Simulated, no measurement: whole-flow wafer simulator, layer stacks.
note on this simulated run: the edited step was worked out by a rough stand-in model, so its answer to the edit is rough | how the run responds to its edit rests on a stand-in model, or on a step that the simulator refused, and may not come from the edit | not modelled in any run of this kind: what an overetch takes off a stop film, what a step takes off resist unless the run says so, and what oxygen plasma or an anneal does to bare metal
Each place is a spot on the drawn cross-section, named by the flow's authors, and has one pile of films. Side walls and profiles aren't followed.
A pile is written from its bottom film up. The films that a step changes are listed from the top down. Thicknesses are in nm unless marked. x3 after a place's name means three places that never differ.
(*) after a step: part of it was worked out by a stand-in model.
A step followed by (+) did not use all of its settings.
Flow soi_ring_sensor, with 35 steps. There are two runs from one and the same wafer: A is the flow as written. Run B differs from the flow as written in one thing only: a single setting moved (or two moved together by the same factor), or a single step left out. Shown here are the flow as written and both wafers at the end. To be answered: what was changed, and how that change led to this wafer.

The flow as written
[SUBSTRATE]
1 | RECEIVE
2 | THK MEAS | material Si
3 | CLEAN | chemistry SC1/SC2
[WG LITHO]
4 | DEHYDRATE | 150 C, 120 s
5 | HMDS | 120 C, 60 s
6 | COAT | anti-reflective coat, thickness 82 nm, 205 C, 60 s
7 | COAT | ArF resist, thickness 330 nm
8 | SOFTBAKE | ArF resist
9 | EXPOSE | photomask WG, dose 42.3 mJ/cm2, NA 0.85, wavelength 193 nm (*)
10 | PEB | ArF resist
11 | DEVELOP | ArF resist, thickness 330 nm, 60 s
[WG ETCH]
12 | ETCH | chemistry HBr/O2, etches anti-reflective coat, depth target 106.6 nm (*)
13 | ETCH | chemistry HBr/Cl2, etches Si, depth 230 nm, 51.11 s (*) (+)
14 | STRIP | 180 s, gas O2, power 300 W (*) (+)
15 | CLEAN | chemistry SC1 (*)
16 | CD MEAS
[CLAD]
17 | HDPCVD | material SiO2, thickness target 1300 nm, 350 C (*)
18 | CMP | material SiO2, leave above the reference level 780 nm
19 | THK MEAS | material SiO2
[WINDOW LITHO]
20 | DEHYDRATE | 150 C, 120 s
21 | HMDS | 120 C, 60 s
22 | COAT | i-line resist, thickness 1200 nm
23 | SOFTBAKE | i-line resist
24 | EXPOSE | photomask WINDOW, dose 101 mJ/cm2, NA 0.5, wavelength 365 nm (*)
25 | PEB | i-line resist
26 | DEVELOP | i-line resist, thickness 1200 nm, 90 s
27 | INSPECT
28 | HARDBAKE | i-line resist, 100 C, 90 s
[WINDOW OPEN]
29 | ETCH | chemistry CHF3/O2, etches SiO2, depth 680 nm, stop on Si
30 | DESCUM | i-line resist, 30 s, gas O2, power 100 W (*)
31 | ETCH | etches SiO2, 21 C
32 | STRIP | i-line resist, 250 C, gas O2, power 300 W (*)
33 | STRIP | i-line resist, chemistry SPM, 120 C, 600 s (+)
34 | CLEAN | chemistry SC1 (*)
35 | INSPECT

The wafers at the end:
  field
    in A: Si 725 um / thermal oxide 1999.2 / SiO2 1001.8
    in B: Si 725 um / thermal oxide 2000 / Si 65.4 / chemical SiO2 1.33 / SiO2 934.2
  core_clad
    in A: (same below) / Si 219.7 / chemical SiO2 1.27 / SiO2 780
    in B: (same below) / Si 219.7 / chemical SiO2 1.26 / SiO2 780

The reason: step 13, ETCH: depth 154 nm was run, whereas the flow has depth 230 nm; step 13, ETCH: 34.24 s was run, where the flow has 51.11 s.

Step by step, how the change led to this:
  13 | ETCH | chemistry HBr/Cl2, etches Si, depth 230 nm, 51.11 s (*) (+)
      gap, window, field, gap_clad: A Si loses 220 (all of it), thermal oxide loses 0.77 | B Si loses 154
      core, core_clad: A ArF resist loses 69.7 | B ArF resist loses 46.7
  14 | STRIP | 180 s, gas O2, power 300 W (*) (+)
      gap, window, field, gap_clad: A nothing | B chemical SiO2 gains 1.33 (new film), Si loses 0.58
      core, core_clad: A ArF resist loses 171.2 (all of it), anti-reflective coat loses 82 (all of it), chemical SiO2 gains 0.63, Si loses 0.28 | B ArF resist loses 194.2 (all of it), anti-reflective coat loses 82 (all of it), chemical SiO2 gains 0.62, Si loses 0.27
  18 | CMP | material SiO2, leave above the reference level 780 nm
      gap, window, field, gap_clad: A SiO2 loses 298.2 | B SiO2 loses 365.8
